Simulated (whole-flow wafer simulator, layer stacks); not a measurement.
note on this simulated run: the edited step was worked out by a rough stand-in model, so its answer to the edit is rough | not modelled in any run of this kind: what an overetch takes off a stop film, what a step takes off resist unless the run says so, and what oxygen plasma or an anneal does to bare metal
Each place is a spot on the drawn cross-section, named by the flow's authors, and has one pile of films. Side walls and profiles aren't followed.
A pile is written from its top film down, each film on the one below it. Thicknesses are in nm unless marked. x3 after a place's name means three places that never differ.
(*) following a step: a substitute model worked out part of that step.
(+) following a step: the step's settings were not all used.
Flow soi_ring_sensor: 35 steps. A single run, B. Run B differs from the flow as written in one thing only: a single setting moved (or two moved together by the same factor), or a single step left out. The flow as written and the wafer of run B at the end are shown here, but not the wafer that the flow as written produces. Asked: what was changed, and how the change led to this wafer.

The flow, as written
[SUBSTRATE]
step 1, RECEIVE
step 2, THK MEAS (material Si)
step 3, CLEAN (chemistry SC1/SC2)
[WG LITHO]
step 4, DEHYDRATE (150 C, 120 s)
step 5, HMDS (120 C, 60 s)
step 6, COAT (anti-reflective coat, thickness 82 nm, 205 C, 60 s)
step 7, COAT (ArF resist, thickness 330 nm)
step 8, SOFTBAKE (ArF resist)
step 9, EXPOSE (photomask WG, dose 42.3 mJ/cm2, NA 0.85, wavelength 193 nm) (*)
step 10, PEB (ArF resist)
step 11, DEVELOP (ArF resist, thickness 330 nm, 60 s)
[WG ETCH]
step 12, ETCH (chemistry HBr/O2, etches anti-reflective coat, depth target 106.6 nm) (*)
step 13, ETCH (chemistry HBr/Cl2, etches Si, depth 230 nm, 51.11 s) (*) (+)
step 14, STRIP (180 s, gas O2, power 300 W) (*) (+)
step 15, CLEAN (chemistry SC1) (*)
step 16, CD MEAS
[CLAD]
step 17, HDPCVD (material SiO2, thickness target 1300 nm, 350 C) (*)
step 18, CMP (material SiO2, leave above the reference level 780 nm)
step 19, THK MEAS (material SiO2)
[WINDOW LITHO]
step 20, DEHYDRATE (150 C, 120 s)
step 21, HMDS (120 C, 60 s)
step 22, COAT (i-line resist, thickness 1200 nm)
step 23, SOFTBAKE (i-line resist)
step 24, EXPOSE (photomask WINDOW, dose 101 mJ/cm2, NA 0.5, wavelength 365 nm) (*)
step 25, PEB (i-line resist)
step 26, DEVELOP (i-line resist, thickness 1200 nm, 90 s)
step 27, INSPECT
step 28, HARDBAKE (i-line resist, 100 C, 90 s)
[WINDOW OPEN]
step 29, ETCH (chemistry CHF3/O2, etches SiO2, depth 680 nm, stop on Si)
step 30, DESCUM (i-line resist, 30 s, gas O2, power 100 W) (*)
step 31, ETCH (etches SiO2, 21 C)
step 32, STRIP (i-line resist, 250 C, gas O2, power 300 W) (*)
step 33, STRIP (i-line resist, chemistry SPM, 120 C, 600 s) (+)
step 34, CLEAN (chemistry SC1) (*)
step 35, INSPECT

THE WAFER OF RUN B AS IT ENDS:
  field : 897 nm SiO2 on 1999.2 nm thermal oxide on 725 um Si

What caused this: step 17, HDPCVD: thickness target 897 nm was run, whereas the flow has thickness target 1300 nm.

Step by step, how the change led to this:
  step 17, HDPCVD (material SiO2, thickness target 1300 nm, 350 C) (*)
      core, gap, window, field, core_clad, gap_clad: SiO2 gains 897 (new film) (as written it would have been: SiO2 gains 1300 (new film))
  step 18, CMP (material SiO2, leave above the reference level 780 nm)
      gap, window, field, gap_clad: nothing (as written it would have been: SiO2 loses 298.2)
      core, core_clad: SiO2 loses 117 (as written it would have been: SiO2 loses 520)
  step 22, COAT (i-line resist, thickness 1200 nm)
      core, core_clad: i-line resist gains 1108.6 (new film) (as written it would have been: i-line resist gains 1200 (new film))
  step 23, SOFTBAKE (i-line resist)
      core, core_clad: i-line resist loses 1 (as written it would have been: nothing)
      gap, gap_clad: i-line resist loses 1.27 (as written it would have been: nothing)
  step 25, PEB (i-line resist)
      core, core_clad: i-line resist loses 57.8 (as written it would have been: i-line resist loses 62.8)
  step 26, DEVELOP (i-line resist, thickness 1200 nm, 90 s)
      core: i-line resist loses 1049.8 (all of it) (as written it would have been: i-line resist loses 1137.2 (all of it))
  step 32, STRIP (i-line resist, 250 C, gas O2, power 300 W) (*)
      core_clad: i-line resist loses 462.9 (all of it) (as written it would have been: i-line resist loses 550.1 (all of it))
